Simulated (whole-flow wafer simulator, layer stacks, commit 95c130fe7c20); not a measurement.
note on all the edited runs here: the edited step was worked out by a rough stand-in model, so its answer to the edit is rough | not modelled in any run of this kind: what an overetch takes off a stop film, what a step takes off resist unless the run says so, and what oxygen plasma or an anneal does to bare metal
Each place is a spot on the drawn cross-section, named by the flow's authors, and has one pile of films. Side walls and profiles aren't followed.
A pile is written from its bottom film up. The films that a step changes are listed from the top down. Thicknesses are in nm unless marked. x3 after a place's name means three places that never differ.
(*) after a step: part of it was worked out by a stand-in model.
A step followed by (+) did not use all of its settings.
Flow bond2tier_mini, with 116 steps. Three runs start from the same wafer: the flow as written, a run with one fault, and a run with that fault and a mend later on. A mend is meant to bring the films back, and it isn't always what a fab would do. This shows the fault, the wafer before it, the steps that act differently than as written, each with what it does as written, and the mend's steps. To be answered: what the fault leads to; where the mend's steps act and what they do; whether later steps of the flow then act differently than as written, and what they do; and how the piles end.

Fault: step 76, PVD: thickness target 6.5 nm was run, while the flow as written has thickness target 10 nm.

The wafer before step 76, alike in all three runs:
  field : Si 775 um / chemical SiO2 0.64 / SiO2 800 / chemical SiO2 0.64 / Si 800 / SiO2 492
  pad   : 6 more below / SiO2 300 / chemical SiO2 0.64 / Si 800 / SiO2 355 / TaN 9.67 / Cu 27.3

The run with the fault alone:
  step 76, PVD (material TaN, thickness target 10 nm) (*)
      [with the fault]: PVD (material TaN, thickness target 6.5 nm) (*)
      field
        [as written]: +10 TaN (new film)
        [with the fault]: +6.5 TaN (new film)
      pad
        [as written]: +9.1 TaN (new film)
        [with the fault]: +5.92 TaN (new film)
  Steps further on in the flow that do not act as written (1 more step, not shown, differs only slightly: by at most 2% or 0.5 nm, whichever is larger):
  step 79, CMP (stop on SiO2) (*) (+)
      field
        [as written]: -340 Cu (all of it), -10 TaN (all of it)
        [with the fault]: -340 Cu (all of it), -6.5 TaN (all of it)
  By the end, the piles at pad depart from the flow's by more than 2% or 0.5 nm, whichever is larger.
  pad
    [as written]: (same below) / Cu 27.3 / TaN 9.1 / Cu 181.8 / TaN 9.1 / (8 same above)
    [with the fault]: (same below) / Cu 27.3 / TaN 5.92 / Cu 185 / TaN 9.1 / (8 same above)

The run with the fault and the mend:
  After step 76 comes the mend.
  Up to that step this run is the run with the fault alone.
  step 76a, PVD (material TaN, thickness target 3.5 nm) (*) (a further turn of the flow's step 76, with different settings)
      field
        +3.5 TaN
      pad
        +3.18 TaN
  Later steps of the flow that are run all act as written at every place that is followed.
  At every place that both follow, the piles at the end match the flow's.
